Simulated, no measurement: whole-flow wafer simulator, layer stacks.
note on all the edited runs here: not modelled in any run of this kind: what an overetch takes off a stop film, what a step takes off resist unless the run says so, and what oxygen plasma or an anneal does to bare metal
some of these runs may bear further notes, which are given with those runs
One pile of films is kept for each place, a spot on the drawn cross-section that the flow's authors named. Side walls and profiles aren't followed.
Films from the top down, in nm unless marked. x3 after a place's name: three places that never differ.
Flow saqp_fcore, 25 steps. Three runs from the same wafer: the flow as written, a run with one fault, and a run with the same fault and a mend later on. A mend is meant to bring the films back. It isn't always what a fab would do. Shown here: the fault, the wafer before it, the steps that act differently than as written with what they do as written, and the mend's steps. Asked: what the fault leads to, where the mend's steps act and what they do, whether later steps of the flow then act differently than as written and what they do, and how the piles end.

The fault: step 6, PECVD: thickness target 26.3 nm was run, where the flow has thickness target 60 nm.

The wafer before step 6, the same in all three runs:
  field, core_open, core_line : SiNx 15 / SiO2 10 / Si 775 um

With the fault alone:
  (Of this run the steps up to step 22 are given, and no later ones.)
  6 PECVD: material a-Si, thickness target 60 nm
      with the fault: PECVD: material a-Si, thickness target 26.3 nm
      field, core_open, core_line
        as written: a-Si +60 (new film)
        with the fault: a-Si +26.3 (new film)
  No later step of the flow up to step 22 acts differently than as written at any place that is followed.
  After step 22 the piles differ from the flow's by more than 2% or 0.5 nm, whichever is larger, at field, core_open, core_line.
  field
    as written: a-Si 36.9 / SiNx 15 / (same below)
    with the fault: a-Si 3.17 / SiNx 15 / (same below)
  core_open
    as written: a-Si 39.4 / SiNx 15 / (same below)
    with the fault: a-Si 5.73 / SiNx 15 / (same below)
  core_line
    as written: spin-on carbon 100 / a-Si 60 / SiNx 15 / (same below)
    with the fault: spin-on carbon 100 / a-Si 26.3 / SiNx 15 / (same below)

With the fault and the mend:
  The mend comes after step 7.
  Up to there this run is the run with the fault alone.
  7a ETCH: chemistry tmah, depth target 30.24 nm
      field, core_open, core_line
        a-Si -26.3 (all of it)
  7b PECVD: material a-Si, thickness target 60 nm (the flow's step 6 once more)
      field, core_open, core_line
        a-Si +60 (new film)
  No later step of the flow acts differently than as written at any place that is followed.
  At the end the piles are the same as the flow's at every place that both follow.
